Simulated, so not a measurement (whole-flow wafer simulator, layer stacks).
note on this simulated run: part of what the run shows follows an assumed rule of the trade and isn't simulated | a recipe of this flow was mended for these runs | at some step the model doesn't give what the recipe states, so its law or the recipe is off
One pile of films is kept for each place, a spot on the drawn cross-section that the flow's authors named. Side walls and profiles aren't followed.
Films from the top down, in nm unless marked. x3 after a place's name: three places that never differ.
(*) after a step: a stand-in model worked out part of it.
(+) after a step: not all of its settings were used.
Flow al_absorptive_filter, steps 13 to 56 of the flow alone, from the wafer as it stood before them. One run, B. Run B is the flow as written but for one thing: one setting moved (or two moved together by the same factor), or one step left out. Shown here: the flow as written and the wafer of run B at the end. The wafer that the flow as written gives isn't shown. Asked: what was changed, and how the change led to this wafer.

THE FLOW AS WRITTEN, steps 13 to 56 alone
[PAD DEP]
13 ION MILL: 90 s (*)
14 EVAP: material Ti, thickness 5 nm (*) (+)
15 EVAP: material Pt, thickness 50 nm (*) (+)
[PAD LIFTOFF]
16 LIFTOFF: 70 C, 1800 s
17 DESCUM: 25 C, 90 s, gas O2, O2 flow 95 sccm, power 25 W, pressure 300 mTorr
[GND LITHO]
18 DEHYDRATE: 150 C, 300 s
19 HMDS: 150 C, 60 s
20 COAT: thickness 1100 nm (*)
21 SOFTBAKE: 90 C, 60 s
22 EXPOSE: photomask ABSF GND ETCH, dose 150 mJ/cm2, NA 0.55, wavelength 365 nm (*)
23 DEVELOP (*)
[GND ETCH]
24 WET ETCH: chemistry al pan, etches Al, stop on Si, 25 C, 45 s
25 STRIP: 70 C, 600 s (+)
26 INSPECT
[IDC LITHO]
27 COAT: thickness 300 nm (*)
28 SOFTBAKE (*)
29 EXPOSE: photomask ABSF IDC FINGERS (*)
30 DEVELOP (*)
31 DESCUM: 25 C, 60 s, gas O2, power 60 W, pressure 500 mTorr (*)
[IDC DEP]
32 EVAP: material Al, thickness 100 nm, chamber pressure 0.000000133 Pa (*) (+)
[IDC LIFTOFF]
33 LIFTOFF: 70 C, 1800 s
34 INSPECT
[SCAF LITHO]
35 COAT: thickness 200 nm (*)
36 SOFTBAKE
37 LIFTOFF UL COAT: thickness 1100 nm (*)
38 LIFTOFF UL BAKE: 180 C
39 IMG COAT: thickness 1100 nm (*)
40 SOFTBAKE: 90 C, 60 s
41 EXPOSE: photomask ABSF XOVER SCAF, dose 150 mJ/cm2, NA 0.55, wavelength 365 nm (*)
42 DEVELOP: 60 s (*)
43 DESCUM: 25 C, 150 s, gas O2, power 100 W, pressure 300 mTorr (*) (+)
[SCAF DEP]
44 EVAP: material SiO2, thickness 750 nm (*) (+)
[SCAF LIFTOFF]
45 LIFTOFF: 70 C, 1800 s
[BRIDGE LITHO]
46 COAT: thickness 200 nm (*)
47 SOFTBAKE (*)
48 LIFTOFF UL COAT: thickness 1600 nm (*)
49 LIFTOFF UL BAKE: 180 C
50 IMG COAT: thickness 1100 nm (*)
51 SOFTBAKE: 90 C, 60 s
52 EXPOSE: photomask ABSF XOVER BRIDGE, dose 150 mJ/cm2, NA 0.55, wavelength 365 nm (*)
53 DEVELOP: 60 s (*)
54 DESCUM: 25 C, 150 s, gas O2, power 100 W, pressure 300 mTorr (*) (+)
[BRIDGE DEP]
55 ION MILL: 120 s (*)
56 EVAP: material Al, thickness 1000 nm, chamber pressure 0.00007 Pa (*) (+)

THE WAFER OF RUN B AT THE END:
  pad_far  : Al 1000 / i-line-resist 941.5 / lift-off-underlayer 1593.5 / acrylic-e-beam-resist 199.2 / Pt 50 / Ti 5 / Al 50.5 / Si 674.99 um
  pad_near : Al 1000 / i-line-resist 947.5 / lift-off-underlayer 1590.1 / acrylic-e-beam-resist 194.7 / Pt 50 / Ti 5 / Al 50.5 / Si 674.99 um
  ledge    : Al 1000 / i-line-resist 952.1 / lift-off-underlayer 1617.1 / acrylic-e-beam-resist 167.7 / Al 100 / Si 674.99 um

The cause: step 13, ION MILL: 108 s was run, where the flow has 90 s.

How the change led to this, step by step:
  13 ION MILL: 90 s (*)
      gnd, ledge, res and 9 more: i-line-resist -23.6 (as written it would be: i-line-resist -19.6)
      pad_far, pad_near: Al -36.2 (as written it would be: Al -30.2)
